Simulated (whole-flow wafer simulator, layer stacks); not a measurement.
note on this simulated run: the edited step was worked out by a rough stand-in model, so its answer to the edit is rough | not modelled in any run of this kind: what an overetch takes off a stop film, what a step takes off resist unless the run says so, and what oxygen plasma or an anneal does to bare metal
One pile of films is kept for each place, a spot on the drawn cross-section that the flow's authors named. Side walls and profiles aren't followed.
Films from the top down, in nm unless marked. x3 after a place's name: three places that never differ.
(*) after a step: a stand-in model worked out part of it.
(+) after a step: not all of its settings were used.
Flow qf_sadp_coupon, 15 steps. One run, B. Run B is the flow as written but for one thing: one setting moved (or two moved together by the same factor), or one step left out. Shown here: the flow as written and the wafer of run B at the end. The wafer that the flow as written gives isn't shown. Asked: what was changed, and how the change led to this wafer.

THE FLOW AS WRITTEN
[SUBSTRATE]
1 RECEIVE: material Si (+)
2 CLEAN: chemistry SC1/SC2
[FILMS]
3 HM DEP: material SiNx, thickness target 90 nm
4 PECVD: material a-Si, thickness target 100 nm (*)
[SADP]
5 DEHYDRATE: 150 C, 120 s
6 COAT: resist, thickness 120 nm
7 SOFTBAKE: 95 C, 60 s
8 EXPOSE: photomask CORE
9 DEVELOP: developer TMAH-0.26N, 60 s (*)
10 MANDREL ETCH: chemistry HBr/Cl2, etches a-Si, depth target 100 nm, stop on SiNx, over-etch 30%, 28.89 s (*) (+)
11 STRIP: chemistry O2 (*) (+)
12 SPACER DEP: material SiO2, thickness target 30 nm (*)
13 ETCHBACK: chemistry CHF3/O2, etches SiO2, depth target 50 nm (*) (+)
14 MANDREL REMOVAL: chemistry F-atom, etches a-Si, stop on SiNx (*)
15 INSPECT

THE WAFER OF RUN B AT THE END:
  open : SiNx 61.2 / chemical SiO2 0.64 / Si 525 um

The cause: step 4, PECVD: thickness target 61.5 nm was run, where the flow has thickness target 100 nm.

How the change led to this, step by step:
  4 PECVD: material a-Si, thickness target 100 nm (*)
      m, open: a-Si +61.5 (new film) (as written it would be: a-Si +100 (new film))
  10 MANDREL ETCH: chemistry HBr/Cl2, etches a-Si, depth target 100 nm, stop on SiNx, over-etch 30%, 28.89 s (*) (+)
      open: a-Si -61.5 (all of it), SiNx -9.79 (as written it would be: a-Si -100 (all of it), SiNx -4.29)
  14 MANDREL REMOVAL: chemistry F-atom, etches a-Si, stop on SiNx (*)
      m: a-Si -57.3 (all of it) (as written it would be: a-Si -95.8 (all of it))
